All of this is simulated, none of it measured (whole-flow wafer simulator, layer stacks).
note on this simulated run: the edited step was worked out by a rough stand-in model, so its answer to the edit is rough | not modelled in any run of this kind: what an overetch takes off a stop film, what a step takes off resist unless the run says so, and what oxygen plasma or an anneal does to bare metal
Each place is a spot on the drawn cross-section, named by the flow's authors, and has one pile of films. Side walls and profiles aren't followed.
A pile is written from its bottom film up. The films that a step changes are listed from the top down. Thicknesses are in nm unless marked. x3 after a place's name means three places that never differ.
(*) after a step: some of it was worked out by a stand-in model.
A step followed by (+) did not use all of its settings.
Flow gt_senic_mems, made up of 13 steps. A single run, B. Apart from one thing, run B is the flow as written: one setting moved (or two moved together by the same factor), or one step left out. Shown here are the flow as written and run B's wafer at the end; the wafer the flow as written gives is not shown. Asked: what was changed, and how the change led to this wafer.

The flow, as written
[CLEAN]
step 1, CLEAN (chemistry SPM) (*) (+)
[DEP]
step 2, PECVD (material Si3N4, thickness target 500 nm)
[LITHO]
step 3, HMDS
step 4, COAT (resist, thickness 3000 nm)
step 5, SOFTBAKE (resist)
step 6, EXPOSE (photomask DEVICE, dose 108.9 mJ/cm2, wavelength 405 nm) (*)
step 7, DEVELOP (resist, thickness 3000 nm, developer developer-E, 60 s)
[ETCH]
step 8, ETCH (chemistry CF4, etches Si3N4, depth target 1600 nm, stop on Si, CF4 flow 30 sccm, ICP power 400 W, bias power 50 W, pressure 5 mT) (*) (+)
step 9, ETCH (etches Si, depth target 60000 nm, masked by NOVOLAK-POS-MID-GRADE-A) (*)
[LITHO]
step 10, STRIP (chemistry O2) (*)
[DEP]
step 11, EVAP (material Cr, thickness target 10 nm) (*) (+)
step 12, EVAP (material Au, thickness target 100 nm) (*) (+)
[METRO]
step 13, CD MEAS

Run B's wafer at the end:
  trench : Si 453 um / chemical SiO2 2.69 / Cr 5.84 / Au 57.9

What caused this: step 9, ETCH: depth target 72000 nm was run, whereas the flow has depth target 60000 nm.

Step by step, how the change led to this:
  step 9, ETCH (etches Si, depth target 60000 nm, masked by NOVOLAK-POS-MID-GRADE-A) (*)
      field: resist loses 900 (it would be, as written: resist loses 750)
      trench: Si loses 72 um (it would be, as written: Si loses 60 um)
  step 10, STRIP (chemistry O2) (*)
      field: resist loses 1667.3 (all of it) (it would be, as written: resist loses 1817.3 (all of it))
  step 11, EVAP (material Cr, thickness target 10 nm) (*) (+)
      trench: Cr gains 5.84 (new film) (it would be, as written: Cr gains 6.45 (new film))
  step 12, EVAP (material Au, thickness target 100 nm) (*) (+)
      trench: Au gains 57.9 (new film) (it would be, as written: Au gains 64.1 (new film))
